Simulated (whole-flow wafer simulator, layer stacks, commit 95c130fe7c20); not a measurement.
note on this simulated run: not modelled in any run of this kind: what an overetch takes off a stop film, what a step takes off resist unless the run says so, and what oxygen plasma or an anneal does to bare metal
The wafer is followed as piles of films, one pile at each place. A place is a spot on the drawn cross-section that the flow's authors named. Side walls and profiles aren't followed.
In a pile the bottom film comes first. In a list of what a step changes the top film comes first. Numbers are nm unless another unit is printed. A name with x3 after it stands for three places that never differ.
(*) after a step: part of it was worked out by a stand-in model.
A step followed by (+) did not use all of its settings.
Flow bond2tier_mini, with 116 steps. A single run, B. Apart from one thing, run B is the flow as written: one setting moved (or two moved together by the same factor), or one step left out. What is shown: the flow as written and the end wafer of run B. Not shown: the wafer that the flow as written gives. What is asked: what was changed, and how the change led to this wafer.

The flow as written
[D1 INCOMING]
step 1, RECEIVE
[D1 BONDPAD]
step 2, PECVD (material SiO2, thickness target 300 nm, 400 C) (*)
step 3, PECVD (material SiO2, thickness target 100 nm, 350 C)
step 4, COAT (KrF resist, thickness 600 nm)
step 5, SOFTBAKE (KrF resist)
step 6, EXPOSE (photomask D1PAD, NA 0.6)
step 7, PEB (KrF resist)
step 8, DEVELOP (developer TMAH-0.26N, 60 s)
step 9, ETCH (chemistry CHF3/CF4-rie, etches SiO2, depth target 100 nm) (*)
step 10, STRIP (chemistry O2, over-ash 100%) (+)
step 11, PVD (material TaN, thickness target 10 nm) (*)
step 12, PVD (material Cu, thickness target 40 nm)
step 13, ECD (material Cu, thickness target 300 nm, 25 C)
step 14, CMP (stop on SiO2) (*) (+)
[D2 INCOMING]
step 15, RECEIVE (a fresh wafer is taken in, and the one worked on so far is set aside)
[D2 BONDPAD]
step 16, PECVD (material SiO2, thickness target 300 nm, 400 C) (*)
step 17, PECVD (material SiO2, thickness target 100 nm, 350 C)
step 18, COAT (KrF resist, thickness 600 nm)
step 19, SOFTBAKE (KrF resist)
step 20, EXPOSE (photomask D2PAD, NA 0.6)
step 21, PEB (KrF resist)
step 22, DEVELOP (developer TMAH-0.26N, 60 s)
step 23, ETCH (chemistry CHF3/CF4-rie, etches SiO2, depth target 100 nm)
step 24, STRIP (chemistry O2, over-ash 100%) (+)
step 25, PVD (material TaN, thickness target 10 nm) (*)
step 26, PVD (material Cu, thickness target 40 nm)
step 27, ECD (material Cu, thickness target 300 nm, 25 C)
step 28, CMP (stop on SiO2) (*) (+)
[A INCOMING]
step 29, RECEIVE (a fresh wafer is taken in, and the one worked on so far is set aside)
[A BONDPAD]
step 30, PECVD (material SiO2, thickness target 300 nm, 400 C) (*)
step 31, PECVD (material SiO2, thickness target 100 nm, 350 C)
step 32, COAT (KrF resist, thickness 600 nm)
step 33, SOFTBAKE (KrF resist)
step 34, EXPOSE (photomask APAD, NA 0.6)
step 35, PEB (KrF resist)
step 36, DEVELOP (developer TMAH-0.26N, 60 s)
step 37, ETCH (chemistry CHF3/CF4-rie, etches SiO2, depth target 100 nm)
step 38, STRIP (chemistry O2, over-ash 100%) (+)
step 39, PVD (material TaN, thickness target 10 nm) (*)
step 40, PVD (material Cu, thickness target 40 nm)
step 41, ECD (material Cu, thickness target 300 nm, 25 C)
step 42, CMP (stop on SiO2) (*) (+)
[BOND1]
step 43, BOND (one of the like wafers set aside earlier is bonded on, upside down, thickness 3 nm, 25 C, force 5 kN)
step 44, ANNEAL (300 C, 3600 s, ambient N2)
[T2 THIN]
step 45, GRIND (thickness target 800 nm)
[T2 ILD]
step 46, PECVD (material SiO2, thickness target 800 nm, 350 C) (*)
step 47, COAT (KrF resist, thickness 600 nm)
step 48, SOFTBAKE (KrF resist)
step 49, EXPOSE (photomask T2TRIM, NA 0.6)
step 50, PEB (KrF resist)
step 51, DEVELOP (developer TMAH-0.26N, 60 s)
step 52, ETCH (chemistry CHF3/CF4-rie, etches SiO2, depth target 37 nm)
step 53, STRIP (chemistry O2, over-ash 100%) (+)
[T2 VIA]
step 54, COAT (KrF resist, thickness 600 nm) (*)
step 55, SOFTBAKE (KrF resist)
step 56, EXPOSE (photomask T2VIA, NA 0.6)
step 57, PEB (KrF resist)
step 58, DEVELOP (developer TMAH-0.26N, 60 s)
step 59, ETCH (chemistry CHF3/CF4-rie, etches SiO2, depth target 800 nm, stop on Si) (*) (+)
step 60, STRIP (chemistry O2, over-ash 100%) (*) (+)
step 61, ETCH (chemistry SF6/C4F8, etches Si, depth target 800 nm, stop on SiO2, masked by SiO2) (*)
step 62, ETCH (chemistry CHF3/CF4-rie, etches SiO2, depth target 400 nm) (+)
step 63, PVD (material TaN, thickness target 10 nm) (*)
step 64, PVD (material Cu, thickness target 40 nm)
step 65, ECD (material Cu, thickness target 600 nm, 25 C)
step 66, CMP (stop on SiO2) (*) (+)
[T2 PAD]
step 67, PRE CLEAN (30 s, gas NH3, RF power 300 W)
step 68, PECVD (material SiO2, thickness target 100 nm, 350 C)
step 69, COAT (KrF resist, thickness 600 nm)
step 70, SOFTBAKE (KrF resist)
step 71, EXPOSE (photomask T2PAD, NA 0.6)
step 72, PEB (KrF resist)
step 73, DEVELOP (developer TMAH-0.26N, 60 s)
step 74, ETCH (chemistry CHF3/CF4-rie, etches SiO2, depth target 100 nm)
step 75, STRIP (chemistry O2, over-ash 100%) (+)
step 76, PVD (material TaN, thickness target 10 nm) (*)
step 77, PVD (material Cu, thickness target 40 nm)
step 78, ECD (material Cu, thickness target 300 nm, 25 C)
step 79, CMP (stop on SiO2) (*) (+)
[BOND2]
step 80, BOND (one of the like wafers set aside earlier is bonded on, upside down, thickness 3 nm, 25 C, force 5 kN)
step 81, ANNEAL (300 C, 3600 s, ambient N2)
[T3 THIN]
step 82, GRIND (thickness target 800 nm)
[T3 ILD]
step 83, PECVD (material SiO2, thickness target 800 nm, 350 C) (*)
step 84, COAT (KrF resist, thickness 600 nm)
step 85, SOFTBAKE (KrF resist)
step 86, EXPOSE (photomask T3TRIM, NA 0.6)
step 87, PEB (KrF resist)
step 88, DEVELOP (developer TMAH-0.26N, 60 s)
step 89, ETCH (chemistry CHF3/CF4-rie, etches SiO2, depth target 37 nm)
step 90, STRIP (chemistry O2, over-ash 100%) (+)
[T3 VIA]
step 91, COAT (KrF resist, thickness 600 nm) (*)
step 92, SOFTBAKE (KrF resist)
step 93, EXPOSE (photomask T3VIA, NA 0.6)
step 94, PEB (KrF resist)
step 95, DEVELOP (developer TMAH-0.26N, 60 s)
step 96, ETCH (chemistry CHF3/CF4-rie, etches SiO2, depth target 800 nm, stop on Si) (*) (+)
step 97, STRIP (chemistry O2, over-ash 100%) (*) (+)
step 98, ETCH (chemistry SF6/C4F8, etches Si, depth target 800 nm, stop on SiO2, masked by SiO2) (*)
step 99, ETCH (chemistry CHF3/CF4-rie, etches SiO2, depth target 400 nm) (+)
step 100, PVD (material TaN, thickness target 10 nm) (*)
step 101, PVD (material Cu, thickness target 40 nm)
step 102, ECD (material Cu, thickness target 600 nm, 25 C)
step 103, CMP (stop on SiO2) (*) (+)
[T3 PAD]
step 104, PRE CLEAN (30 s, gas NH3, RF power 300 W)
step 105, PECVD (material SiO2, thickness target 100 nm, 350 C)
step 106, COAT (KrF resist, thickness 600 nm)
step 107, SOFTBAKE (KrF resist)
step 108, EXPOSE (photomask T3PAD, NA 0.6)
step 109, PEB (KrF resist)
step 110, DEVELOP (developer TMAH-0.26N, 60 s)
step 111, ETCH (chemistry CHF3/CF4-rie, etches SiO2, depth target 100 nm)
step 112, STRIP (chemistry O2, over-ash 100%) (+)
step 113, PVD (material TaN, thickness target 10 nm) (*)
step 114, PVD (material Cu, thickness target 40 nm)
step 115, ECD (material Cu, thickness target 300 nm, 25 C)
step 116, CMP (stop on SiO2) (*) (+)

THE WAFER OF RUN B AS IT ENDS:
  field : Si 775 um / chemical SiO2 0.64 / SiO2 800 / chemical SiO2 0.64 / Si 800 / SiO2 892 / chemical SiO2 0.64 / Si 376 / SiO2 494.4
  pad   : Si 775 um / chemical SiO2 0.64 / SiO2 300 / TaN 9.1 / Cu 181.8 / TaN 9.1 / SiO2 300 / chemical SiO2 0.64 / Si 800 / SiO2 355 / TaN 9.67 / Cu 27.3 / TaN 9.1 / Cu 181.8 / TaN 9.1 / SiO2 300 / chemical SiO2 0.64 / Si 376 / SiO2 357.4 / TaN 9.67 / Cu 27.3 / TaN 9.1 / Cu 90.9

What caused this: step 82, GRIND: thickness target 376 nm was run, while the flow as written has thickness target 800 nm.
The wafer lets one read it off: field has Si 376, and step 82 as written asks for 800 nm.

How this came from the change, step by step:
  step 82, GRIND (thickness target 800 nm)
      field, pad: -774.62 um Si (in the flow as written it would be: -774.2 um Si)
  step 98, ETCH (chemistry SF6/C4F8, etches Si, depth target 800 nm, stop on SiO2, masked by SiO2) (*)
      field, pad: -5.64 SiO2 (in the flow as written it would be: -8 SiO2)
